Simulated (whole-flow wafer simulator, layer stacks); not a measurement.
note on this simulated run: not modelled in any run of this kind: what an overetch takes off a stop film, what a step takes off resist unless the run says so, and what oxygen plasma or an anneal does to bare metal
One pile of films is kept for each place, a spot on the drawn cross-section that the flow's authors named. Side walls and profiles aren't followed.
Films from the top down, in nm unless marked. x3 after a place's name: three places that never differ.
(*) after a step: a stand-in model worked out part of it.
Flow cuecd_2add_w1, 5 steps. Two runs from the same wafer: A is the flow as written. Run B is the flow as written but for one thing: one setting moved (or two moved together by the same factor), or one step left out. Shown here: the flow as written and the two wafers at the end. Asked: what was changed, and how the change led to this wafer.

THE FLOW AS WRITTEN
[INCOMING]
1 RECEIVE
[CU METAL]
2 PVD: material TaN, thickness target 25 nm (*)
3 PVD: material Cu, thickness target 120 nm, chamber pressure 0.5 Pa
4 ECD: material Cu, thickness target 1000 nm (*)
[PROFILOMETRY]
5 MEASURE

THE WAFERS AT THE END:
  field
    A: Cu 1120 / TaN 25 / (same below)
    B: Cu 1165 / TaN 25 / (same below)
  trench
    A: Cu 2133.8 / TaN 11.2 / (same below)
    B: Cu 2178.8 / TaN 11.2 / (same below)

The cause: step 3, PVD: thickness target 165 nm was run, where the flow has thickness target 120 nm.

How the change led to this, step by step:
  3 PVD: material Cu, thickness target 120 nm, chamber pressure 0.5 Pa
      field: A Cu +120 (new film) | B Cu +165 (new film)
      trench: A Cu +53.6 (new film) | B Cu +72.6 (new film)
